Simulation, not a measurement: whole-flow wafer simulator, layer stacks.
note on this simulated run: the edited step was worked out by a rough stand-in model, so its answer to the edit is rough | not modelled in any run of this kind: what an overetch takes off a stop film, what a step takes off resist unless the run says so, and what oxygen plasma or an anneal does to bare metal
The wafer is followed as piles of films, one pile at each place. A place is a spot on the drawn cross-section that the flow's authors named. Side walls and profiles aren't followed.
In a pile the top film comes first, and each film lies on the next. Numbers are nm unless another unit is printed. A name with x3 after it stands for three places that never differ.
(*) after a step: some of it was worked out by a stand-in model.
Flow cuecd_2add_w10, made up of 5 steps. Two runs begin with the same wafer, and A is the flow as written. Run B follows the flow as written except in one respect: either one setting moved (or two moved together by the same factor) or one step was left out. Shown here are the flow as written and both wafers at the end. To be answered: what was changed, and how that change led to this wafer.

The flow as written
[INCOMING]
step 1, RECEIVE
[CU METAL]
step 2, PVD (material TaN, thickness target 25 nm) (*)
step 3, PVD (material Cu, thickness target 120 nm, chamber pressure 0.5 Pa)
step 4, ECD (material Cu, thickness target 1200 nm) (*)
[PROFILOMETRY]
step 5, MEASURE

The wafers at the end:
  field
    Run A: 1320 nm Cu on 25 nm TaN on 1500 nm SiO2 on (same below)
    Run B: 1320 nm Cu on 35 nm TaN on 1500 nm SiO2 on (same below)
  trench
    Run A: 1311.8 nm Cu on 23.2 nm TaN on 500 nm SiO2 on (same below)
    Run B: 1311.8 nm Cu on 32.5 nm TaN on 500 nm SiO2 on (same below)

The reason: step 2, PVD: thickness target 35 nm was run, while the flow as written has thickness target 25 nm.
The wafer itself shows it: field has TaN 35, and step 2 as written asks for 25 nm.

The path from the change to this, step by step:
  step 2, PVD (material TaN, thickness target 25 nm) (*)
      field: A +25 TaN (new film) | B +35 TaN (new film)
      trench: A +23.2 TaN (new film) | B +32.5 TaN (new film)
